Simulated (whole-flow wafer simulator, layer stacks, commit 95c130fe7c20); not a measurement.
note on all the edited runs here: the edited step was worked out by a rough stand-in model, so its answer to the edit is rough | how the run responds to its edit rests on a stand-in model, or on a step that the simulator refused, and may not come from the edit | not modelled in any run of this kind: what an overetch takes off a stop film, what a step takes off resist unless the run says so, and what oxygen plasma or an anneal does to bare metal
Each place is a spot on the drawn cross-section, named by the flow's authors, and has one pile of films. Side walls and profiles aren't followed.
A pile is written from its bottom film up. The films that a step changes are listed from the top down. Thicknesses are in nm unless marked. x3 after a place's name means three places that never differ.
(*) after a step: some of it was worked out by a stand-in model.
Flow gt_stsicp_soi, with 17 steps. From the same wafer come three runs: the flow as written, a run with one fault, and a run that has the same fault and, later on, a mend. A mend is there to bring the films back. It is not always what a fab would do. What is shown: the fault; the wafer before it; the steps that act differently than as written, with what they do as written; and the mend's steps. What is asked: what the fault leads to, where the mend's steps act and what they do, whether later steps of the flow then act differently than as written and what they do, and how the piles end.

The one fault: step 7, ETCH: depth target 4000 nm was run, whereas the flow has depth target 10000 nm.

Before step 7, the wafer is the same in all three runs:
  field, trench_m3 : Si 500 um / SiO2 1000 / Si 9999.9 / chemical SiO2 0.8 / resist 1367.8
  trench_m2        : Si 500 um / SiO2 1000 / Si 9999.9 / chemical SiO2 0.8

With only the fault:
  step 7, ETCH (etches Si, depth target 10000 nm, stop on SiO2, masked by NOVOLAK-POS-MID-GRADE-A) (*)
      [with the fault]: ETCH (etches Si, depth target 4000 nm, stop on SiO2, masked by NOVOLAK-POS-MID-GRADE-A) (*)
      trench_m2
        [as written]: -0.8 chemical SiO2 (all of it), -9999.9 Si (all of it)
        [with the fault]: -0.8 chemical SiO2 (all of it), -4000 Si
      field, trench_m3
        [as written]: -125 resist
        [with the fault]: -50 resist
  Later steps of the flow acting differently than as written (1 more step, not shown, differs only slightly: by at most 2% or 0.5 nm, whichever is larger):
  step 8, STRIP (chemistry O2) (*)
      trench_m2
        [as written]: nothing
        [with the fault]: +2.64 chemical SiO2 (new film), -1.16 Si
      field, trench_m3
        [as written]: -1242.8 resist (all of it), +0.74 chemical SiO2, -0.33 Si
        [with the fault]: -1317.8 resist (all of it), +0.75 chemical SiO2, -0.33 Si
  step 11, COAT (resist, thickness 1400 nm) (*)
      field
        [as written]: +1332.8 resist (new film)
        [with the fault]: +1372.9 resist (new film)
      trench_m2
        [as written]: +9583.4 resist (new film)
        [with the fault]: +4739.8 resist (new film)
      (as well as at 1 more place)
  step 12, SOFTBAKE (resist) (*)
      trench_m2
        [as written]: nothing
        [with the fault]: +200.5 resist
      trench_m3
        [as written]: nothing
        [with the fault]: +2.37 resist
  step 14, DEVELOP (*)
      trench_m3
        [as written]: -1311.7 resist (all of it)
        [with the fault]: -1366.8 resist (all of it)
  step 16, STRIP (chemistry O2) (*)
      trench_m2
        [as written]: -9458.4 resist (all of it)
        [with the fault]: -4815.3 resist (all of it), +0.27 chemical SiO2, -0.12 Si
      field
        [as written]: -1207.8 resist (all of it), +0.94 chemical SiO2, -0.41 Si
        [with the fault]: -1248.2 resist (all of it), +0.65 chemical SiO2, -0.28 Si
  At trench_m2, the piles at the end differ from the flow's by more than 2% or 0.5 nm, whichever is larger.
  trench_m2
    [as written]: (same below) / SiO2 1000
    [with the fault]: (same below) / SiO2 1000 / Si 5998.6 / chemical SiO2 2.91

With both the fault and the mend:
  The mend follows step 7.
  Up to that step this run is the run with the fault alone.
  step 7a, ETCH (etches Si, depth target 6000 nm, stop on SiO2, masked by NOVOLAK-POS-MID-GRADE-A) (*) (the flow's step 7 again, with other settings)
      field, trench_m3
        -75 resist
      trench_m2
        -5999.9 Si (all of it)
  Later steps of the flow that are run all act as written at every place that is followed.
  The piles end the same as the flow's at every place that both follow.
